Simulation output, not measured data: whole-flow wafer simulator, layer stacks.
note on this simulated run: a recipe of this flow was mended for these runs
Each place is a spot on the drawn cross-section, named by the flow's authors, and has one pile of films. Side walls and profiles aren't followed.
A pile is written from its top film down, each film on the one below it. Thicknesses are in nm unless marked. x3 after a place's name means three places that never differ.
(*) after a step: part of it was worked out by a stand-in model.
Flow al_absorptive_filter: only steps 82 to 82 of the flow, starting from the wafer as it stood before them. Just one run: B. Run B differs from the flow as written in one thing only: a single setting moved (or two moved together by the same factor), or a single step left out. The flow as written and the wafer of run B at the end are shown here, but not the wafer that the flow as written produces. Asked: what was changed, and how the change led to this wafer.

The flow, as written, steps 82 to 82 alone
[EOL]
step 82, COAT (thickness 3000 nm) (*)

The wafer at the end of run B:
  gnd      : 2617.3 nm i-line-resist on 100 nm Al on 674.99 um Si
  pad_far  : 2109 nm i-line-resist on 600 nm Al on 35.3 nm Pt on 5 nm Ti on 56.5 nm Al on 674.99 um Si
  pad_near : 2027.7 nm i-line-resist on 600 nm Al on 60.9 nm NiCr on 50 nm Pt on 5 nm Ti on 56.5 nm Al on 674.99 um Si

Cause: step 82, COAT: thickness 2534 nm was run, whereas the flow has thickness 3000 nm.

The path from the change to this, step by step:
  step 82, COAT (thickness 3000 nm) (*)
      xa_field, xl_land, idc_field: +2534 i-line-resist (new film) (as written it would have been: +3000 i-line-resist (new film))
      gnd: +2617.3 i-line-resist (new film) (as written it would have been: +3084.4 i-line-resist (new film))
      (as well as at 10 more places)
